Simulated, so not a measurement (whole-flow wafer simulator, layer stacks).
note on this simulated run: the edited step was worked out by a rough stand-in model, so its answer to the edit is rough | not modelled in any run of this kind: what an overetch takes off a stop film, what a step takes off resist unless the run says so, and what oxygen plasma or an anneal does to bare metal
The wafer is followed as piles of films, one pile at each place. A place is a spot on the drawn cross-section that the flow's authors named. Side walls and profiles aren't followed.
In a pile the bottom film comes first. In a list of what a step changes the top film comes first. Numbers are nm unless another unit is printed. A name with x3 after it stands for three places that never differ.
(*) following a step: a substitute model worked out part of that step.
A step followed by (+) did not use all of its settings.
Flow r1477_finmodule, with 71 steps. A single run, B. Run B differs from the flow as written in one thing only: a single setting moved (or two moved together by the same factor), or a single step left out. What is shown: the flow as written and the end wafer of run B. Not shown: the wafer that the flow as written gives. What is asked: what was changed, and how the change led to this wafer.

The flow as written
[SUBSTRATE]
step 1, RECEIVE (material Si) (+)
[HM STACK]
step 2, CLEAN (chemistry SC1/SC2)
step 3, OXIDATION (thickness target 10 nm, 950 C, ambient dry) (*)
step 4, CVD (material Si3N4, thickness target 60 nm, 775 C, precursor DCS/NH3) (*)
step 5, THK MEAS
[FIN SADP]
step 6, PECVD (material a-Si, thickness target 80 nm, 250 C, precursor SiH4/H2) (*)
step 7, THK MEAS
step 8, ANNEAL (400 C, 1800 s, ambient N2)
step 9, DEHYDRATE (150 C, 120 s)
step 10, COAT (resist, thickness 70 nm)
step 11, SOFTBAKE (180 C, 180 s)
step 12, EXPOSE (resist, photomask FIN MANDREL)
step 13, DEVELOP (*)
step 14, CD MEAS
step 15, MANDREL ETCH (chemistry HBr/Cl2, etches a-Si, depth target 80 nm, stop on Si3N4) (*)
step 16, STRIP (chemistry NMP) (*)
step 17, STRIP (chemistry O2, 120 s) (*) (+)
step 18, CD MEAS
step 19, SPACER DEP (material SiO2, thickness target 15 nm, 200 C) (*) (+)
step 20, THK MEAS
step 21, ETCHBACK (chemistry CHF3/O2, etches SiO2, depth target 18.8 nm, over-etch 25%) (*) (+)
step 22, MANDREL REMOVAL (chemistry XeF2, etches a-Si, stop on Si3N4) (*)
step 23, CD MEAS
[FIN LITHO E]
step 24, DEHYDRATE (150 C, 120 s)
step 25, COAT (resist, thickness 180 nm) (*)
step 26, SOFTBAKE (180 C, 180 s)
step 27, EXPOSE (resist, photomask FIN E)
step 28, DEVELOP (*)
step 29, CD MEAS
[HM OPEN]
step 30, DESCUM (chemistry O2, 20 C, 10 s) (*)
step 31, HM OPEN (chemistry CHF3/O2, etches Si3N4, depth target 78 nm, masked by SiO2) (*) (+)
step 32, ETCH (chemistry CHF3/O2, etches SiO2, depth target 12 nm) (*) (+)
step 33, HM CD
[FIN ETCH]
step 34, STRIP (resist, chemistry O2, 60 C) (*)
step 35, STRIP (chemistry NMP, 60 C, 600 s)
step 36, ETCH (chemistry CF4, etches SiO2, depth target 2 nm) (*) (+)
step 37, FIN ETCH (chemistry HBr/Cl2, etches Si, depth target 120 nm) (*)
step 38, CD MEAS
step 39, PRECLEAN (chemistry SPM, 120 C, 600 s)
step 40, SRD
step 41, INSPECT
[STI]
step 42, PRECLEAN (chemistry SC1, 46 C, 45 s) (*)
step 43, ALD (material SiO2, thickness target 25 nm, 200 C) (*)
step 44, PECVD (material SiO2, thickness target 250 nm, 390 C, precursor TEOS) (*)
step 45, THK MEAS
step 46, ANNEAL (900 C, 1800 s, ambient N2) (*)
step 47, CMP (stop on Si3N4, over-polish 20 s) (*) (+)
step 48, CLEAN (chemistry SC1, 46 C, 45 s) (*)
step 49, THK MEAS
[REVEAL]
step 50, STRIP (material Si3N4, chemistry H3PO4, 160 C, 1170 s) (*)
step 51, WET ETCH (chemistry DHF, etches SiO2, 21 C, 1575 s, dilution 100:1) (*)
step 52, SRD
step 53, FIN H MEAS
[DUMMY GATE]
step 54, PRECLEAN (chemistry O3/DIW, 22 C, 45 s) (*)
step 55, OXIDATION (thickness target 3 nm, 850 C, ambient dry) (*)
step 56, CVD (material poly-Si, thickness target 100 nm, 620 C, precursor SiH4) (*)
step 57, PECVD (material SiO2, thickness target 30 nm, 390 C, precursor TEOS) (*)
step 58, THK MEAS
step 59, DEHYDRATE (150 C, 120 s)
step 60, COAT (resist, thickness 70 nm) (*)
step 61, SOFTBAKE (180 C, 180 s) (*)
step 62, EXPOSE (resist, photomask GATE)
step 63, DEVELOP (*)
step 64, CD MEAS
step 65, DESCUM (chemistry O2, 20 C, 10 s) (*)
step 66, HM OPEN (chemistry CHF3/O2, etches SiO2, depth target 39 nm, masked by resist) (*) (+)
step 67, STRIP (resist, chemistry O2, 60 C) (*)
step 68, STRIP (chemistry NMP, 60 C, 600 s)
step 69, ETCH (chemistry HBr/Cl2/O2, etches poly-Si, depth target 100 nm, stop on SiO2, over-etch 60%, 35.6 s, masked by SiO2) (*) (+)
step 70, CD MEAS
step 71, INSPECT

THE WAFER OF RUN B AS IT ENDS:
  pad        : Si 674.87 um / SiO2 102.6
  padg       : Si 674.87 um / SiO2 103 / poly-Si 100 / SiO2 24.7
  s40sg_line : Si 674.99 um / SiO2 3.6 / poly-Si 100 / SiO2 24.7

The reason: step 55, OXIDATION: thickness target 3.6 nm was run, while the flow as written has thickness target 3 nm.
The wafer itself shows it: s40sg_line has SiO2 3.6, and step 55 as written asks for 3 nm.

The path from the change to this, step by step:
  step 55, OXIDATION (thickness target 3 nm, 850 C, ambient dry) (*)
      s40sg_line, s45sg_line, s50sg_line, s40so_line, s45so_line, s50so_line: SiO2 gains 3.6 (new film), chemical SiO2 loses 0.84 (all of it), Si loses 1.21 (it would be, as written: SiO2 gains 3 (new film), chemical SiO2 loses 0.84 (all of it), Si loses 0.95)
